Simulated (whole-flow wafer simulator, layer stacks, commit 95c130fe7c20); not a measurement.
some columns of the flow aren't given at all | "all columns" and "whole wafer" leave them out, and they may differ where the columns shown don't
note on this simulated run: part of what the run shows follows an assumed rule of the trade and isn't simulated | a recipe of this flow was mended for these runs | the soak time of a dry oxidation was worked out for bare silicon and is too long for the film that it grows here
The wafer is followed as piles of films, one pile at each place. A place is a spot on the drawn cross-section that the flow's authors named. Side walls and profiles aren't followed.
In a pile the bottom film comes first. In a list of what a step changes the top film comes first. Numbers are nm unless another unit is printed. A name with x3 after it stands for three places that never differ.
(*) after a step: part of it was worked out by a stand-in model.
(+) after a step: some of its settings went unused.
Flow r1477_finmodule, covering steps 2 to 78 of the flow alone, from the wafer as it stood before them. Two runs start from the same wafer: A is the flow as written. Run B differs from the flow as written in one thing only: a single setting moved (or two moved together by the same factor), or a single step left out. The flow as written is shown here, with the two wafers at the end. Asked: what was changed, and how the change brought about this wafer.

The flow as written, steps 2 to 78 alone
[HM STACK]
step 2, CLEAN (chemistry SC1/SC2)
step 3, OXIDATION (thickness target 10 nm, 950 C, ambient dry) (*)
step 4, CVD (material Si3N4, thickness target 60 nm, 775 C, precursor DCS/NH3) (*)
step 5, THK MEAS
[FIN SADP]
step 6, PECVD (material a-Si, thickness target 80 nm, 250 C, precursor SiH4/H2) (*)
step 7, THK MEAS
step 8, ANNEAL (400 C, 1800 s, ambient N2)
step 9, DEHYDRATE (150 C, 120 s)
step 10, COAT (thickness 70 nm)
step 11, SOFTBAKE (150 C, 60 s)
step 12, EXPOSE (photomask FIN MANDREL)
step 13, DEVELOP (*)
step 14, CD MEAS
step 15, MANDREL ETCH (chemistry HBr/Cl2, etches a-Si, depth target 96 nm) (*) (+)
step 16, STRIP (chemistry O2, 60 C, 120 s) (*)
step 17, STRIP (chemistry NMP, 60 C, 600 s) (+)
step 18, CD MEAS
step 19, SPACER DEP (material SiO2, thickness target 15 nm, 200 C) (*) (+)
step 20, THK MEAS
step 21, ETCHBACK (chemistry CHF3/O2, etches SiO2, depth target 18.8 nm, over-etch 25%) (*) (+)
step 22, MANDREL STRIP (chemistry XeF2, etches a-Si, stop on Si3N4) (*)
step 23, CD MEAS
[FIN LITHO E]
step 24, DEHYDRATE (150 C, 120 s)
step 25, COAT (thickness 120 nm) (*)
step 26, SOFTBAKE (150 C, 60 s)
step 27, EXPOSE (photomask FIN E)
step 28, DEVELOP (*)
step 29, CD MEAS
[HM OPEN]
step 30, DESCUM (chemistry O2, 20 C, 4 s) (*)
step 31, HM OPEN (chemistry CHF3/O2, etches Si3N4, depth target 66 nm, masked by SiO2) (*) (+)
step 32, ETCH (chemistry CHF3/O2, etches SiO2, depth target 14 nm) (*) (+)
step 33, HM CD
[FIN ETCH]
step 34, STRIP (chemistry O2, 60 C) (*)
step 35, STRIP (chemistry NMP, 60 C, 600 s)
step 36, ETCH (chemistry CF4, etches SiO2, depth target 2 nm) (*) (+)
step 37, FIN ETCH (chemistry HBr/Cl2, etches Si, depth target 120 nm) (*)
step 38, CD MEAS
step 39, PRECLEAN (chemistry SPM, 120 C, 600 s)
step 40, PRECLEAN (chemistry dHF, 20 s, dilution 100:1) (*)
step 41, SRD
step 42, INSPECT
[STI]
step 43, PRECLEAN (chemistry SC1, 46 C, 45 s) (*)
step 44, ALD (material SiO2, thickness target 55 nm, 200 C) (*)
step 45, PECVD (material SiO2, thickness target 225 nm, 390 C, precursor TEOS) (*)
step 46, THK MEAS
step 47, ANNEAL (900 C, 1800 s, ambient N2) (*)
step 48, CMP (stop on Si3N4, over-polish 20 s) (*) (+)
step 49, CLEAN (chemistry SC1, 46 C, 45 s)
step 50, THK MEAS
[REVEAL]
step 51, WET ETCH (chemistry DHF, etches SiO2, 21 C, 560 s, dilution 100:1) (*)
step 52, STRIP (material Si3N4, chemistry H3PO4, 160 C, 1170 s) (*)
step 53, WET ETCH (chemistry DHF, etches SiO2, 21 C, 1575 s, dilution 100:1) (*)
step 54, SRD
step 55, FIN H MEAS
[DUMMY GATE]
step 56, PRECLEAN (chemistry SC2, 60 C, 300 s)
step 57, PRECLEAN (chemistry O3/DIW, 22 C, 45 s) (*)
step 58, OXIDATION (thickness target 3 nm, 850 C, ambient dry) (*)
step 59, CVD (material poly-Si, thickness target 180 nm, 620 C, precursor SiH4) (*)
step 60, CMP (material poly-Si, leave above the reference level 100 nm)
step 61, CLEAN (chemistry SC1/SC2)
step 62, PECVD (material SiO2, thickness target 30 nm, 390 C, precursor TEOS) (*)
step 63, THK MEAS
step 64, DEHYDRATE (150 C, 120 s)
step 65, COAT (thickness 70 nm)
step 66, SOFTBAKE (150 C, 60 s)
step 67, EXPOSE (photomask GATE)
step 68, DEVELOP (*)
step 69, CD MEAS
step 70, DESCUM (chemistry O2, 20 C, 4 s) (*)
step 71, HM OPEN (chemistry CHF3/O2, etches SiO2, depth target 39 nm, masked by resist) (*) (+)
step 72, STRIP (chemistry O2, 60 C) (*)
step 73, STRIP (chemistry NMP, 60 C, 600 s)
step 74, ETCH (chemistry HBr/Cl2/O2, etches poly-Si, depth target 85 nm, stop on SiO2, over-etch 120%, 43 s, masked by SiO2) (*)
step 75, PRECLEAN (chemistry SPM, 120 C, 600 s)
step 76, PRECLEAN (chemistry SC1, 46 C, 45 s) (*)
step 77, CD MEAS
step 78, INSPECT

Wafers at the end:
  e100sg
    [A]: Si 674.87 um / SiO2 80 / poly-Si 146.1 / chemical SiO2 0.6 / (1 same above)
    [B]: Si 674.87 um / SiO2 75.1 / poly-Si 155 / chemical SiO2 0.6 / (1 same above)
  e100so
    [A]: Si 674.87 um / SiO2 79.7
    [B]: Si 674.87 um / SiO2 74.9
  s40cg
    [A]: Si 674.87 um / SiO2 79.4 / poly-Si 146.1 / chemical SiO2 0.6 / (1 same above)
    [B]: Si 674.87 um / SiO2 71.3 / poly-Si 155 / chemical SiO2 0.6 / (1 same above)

The reason: step 4, CVD: thickness target 51 nm was run, though the flow has thickness target 60 nm.

How this came from the change, step by step:
  step 4, CVD (material Si3N4, thickness target 60 nm, 775 C, precursor DCS/NH3) (*)
      pad, padg, elg and 33 more: A Si3N4 gains 60 (new film) | B Si3N4 gains 51 (new film)
  step 31, HM OPEN (chemistry CHF3/O2, etches Si3N4, depth target 66 nm, masked by SiO2) (*) (+)
      pad, padg, esg and 13 more: A Si3N4 loses 54.1 (all of it), SiO2 loses 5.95 | B Si3N4 loses 45.1 (all of it), SiO2 loses 10 (all of it), Si loses 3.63
      s40cg, s45cg, s50cg, s40co, s45co, s50co: A Si3N4 loses 60 (all of it), SiO2 loses 3 | B Si3N4 loses 51 (all of it), SiO2 loses 7.5
  step 32, ETCH (chemistry CHF3/O2, etches SiO2, depth target 14 nm) (*) (+)
      pad, padg: A SiO2 loses 4.05 (all of it), Si loses 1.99 | B Si loses 2.8
      esg, eso: A SiO2 loses 4.05 (all of it), Si loses 1.99 | B Si loses 2.31
      (as well as at 18 more places)
  step 44, ALD (material SiO2, thickness target 55 nm, 200 C) (*)
      s40cg, s45cg, s50cg, s40co, s45co, s50co: A SiO2 gains 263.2 (new film) | B SiO2 gains 255.1 (new film)
      esg, eso: A SiO2 gains 223.2 (new film) | B SiO2 gains 218.2 (new film)
      (as well as at 6 more places)
  step 48, CMP (stop on Si3N4, over-polish 20 s) (*) (+)
      pad, padg: A SiO2 loses 79.4 | B SiO2 loses 84
  step 52, STRIP (material Si3N4, chemistry H3PO4, 160 C, 1170 s) (*)
      elg, e40lg, e100lg, e200lg, elo, e40lo, e100lo, e200lo: A Si3N4 loses 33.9 (all of it), SiO2 loses 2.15 | B Si3N4 loses 24.9 (all of it), SiO2 loses 2.43
      s40sg_line, s45sg_line, s50sg_line, s40so_line, s45so_line, s50so_line: A Si3N4 loses 55.1 (all of it), SiO2 loses 1.49 | B Si3N4 loses 46.1 (all of it), SiO2 loses 1.77
  step 59, CVD (material poly-Si, thickness target 180 nm, 620 C, precursor SiH4) (*)
      esg, e40sg, e100sg and 15 more: A poly-Si gains 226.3 (new film) | B poly-Si gains 235.3 (new film)
      e200sg, e200so: A poly-Si gains 219.2 (new film) | B poly-Si gains 235.3 (new film)
  step 60, CMP (material poly-Si, leave above the reference level 100 nm)
      pad, padg: A poly-Si loses 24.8 | B poly-Si loses 15.8
      e200sg, e200so: A poly-Si loses 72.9 | B poly-Si loses 80
  step 74, ETCH (chemistry HBr/Cl2/O2, etches poly-Si, depth target 85 nm, stop on SiO2, over-etch 120%, 43 s, masked by SiO2) (*)
      eso, e40so, e100so and 7 more: A chemical SiO2 loses 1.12 (all of it), poly-Si loses 143.9 (all of it), SiO2 loses 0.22 | B chemical SiO2 loses 1.12 (all of it), poly-Si loses 152.9 (all of it), SiO2 loses 0.17
      pad: A chemical SiO2 loses 1.12 (all of it), poly-Si loses 152.8 (all of it), SiO2 loses 0.17 | B chemical SiO2 loses 1.12 (all of it), poly-Si loses 161.8 (all of it), SiO2 loses 0.13
